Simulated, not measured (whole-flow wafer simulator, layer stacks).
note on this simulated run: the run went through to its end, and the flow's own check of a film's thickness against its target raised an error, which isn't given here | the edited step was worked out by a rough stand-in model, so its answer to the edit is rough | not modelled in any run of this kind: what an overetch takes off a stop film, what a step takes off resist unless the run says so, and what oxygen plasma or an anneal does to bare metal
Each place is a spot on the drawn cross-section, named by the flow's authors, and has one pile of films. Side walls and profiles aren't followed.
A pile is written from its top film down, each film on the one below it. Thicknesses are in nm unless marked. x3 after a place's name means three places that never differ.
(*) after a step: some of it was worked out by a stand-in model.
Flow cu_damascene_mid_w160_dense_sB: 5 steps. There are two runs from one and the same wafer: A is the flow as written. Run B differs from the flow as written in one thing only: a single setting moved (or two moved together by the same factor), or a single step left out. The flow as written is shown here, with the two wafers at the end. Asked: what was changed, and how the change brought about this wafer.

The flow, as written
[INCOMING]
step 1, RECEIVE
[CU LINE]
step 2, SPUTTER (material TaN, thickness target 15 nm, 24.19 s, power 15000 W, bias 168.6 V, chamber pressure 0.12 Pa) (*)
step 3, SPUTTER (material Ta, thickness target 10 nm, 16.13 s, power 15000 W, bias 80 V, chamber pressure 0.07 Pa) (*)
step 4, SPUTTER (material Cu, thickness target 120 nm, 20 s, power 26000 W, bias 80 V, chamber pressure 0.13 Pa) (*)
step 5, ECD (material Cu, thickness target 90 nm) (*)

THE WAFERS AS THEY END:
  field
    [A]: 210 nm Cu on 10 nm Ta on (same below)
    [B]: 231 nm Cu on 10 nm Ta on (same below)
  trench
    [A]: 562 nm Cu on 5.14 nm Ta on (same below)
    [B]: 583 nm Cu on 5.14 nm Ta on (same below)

The reason: step 4, SPUTTER: thickness target 141 nm was run, though the flow has thickness target 120 nm; step 4, SPUTTER: 23.5 s was run, where the flow has 20 s.

How this came from the change, step by step:
  step 4, SPUTTER (material Cu, thickness target 120 nm, 20 s, power 26000 W, bias 80 V, chamber pressure 0.13 Pa) (*)
      field: A Cu gains 120 (new film) | B Cu gains 141 (new film)
      trench: A Cu gains 62 (new film) | B Cu gains 72.9 (new film)
